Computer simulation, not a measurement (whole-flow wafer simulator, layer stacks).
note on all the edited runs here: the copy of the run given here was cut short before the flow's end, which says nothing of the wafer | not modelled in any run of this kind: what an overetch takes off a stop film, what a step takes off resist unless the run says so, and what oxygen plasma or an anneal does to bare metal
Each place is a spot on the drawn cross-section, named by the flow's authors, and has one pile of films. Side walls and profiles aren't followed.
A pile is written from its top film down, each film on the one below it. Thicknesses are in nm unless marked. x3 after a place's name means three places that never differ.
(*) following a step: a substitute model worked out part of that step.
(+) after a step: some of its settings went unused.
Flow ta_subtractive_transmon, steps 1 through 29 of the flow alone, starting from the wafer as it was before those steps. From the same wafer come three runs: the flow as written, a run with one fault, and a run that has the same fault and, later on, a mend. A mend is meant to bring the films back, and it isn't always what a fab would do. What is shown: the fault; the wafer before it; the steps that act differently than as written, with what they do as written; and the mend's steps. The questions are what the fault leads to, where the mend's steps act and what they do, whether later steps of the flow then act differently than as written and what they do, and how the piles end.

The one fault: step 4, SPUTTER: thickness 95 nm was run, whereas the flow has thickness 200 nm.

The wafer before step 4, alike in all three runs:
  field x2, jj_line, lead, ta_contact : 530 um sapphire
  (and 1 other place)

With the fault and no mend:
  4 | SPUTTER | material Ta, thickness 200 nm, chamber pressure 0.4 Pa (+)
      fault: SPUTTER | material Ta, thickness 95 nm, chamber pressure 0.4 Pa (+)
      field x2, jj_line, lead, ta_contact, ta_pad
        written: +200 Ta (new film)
        fault: +95 Ta (new film)
  Steps later in the flow that act otherwise than as written:
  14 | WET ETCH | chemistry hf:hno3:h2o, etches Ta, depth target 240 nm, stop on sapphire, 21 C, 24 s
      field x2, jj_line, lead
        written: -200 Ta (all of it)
        fault: -95 Ta (all of it)
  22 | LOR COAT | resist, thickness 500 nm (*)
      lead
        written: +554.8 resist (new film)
        fault: +527 resist (new film)
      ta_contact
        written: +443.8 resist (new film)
        fault: +472 resist (new film)
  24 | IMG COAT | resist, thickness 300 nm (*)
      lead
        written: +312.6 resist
        fault: +305.9 resist
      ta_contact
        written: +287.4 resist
        fault: +294.2 resist
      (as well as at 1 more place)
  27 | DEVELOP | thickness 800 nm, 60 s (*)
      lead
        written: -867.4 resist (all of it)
        fault: -832.9 resist (all of it)
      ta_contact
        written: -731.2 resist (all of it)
        fault: -766.2 resist (all of it)
  By the end, the piles at ta_contact, ta_pad depart from the flow's by more than 2% or 0.5 nm, whichever is larger.
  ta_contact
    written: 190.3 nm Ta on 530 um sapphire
    fault: 85.3 nm Ta on 530 um sapphire
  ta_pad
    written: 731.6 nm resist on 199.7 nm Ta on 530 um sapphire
    fault: 748.8 nm resist on 94.7 nm Ta on 530 um sapphire

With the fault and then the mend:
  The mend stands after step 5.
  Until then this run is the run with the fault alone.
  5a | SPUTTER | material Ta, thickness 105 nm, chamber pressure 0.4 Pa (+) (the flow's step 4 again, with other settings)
      field x2, jj_line, lead, ta_contact, ta_pad
        +105 Ta
  None of the later steps of the flow acts differently than as written at any place that is followed.
  At every place that both follow, the piles at the end match the flow's.
